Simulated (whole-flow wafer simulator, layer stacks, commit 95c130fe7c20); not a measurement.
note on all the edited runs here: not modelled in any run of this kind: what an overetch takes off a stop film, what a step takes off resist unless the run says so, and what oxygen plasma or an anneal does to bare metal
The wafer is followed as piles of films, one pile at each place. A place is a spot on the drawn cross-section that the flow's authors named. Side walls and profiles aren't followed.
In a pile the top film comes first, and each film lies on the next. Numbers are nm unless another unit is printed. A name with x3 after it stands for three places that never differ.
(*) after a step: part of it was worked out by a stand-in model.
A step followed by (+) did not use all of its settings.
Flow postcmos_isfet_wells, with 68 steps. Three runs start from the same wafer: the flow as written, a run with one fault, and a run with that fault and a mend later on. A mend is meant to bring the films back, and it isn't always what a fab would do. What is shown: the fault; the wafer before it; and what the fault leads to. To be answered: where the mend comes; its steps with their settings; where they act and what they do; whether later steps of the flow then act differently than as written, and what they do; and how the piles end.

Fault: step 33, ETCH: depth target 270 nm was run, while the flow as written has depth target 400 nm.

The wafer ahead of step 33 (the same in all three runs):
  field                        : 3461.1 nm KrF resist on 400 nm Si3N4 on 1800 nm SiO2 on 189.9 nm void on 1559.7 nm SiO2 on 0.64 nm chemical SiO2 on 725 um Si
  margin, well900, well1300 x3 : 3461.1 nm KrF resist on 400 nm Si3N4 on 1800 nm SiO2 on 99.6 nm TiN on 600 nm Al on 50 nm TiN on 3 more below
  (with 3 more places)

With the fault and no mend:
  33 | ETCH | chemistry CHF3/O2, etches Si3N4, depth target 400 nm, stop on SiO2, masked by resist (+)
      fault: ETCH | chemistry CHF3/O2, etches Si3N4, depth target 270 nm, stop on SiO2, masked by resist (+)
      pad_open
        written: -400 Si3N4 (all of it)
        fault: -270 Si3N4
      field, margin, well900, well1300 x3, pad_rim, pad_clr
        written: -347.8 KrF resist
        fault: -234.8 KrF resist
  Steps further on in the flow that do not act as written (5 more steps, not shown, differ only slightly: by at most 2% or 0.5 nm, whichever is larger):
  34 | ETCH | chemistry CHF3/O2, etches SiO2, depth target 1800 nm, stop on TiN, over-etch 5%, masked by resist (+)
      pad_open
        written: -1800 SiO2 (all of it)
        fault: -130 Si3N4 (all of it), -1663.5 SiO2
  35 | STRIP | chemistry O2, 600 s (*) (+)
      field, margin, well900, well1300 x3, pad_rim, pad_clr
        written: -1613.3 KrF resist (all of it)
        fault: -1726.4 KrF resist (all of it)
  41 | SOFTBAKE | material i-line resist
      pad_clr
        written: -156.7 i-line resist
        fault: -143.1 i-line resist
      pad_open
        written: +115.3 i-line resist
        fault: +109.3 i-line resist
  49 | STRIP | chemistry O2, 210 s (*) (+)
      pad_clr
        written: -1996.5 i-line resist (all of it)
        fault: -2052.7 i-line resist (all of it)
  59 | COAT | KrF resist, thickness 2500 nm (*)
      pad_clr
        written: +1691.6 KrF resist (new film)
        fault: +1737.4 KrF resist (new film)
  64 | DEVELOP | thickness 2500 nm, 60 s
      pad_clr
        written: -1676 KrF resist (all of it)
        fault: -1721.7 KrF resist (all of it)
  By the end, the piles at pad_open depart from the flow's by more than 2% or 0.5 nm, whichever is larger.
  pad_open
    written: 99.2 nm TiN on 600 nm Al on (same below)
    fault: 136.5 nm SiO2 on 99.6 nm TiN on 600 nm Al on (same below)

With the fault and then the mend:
  The mend follows step 33.
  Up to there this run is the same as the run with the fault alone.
  33a | ETCH | chemistry CHF3/O2, etches Si3N4, depth target 130 nm, stop on SiO2, masked by resist (the flow's step 33, run once more with other settings)
      field, margin, well900, well1300 x3, pad_rim, pad_clr
        -113 KrF resist
      pad_open
        -130 Si3N4 (all of it)
  None of the later steps of the flow acts differently than as written at any place that is followed.
  At every place that both follow, the piles at the end match the flow's.
